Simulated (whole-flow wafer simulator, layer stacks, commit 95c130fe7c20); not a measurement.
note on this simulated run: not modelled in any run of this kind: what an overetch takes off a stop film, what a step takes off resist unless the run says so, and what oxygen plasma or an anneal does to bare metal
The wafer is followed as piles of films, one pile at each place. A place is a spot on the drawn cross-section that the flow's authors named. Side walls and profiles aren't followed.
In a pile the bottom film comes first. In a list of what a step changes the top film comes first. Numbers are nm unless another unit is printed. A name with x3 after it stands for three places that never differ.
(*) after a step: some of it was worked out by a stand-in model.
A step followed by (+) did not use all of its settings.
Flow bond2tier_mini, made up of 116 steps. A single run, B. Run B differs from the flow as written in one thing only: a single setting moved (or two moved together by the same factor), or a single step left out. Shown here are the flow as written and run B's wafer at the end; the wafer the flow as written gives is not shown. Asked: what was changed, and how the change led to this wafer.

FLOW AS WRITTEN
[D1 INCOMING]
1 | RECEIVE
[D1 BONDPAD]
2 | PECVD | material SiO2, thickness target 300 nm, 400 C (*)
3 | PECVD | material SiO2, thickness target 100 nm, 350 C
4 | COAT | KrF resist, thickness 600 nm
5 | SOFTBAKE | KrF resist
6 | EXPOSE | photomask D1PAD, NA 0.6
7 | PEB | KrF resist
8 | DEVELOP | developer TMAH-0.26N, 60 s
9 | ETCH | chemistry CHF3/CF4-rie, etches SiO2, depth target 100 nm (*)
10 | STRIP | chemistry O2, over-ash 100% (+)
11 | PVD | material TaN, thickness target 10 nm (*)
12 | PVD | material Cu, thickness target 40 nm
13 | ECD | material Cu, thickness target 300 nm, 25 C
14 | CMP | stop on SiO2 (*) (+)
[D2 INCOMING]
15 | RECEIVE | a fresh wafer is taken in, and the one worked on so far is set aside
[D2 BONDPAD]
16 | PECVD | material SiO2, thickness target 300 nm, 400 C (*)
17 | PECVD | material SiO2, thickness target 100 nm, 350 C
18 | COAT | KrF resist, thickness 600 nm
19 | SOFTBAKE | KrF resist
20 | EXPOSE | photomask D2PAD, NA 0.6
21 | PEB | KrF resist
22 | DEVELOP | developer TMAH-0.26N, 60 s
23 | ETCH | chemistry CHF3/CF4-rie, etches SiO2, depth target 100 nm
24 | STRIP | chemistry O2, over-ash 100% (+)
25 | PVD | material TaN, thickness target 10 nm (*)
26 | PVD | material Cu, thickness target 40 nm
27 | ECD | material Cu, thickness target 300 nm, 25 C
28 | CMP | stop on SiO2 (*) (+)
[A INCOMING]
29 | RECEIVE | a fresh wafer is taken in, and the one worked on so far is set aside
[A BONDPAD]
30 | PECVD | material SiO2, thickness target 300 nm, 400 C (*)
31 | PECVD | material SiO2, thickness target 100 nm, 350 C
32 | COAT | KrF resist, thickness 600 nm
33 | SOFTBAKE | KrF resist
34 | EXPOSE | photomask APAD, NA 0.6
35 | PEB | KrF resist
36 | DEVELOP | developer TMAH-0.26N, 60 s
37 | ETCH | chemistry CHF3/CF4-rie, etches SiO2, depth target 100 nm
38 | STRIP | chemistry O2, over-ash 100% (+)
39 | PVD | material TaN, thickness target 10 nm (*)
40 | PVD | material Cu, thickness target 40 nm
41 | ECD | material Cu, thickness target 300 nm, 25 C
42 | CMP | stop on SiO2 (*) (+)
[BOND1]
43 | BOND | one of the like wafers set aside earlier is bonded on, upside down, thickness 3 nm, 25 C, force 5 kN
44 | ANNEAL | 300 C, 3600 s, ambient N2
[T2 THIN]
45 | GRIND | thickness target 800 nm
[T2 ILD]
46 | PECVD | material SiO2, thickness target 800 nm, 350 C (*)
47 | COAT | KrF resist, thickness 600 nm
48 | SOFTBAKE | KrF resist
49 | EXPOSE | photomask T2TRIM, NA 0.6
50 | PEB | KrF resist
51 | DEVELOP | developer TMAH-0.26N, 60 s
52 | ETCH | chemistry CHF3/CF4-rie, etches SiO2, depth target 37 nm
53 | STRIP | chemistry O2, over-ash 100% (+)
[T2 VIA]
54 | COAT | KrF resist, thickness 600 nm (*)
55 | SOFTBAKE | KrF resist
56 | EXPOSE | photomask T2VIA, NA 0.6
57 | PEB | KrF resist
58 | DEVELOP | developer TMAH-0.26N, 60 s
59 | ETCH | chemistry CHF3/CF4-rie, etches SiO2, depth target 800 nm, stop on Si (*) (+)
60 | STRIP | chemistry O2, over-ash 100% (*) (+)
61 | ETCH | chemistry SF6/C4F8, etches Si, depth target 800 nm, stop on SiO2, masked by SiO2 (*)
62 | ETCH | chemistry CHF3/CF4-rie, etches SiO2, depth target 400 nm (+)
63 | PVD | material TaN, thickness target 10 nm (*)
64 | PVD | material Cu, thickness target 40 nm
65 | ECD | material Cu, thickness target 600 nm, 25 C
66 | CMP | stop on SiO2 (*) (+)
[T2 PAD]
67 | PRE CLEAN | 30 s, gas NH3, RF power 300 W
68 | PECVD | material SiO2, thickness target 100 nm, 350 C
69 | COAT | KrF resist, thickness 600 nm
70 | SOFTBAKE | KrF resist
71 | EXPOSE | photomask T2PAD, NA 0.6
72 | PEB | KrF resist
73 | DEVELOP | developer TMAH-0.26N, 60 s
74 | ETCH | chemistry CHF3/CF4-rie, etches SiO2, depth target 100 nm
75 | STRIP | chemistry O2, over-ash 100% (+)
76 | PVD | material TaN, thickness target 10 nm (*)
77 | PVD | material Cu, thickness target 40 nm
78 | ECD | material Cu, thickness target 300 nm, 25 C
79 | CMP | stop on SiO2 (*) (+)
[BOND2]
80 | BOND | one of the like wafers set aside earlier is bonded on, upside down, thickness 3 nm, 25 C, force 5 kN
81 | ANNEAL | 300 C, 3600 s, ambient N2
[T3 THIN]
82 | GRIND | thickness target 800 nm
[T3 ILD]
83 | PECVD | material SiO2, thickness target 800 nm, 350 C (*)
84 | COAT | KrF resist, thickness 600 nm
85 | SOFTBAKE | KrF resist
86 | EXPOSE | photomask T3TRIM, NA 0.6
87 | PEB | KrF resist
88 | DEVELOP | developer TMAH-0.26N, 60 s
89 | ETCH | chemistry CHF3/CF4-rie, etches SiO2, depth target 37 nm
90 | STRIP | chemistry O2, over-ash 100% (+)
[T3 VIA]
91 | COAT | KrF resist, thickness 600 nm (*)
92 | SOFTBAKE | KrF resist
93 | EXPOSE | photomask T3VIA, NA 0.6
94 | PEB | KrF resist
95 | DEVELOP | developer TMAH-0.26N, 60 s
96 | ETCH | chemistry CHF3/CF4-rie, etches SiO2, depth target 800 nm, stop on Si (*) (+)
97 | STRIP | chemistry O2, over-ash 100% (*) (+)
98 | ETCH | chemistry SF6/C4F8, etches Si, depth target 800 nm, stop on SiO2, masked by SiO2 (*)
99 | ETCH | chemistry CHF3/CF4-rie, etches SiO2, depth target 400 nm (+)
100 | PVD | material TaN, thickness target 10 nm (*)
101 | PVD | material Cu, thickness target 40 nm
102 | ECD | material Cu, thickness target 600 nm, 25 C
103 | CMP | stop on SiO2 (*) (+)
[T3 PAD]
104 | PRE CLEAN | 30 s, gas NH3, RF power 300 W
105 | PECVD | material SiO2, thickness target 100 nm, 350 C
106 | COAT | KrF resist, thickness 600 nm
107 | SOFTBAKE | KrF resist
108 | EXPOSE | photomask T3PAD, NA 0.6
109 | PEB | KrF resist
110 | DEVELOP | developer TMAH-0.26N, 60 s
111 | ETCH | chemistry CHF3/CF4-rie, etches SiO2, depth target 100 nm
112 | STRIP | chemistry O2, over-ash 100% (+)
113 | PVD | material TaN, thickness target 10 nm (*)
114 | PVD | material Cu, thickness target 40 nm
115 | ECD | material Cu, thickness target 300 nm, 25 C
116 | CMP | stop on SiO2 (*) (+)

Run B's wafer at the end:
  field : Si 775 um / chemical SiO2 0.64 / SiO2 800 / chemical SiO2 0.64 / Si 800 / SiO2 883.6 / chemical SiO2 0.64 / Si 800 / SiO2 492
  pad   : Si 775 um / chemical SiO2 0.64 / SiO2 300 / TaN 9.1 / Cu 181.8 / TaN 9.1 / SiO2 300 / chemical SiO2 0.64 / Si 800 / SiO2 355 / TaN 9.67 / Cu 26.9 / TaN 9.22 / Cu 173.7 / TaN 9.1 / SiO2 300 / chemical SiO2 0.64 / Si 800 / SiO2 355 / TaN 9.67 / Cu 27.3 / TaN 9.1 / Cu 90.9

Cause: step 68, PECVD: 389 C was run, though the flow has 350 C.

The path from the change to this, step by step:
  68 | PECVD | material SiO2, thickness target 100 nm, 350 C
      field: +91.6 SiO2 (it would be, as written: +100 SiO2)
      pad: +91.6 SiO2 (new film) (it would be, as written: +100 SiO2 (new film))
  74 | ETCH | chemistry CHF3/CF4-rie, etches SiO2, depth target 100 nm
      pad: -91.6 SiO2 (all of it), -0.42 Cu (it would be, as written: -100 SiO2 (all of it))
  78 | ECD | material Cu, thickness target 300 nm, 25 C
      pad: +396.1 Cu (it would be, as written: +404.5 Cu)
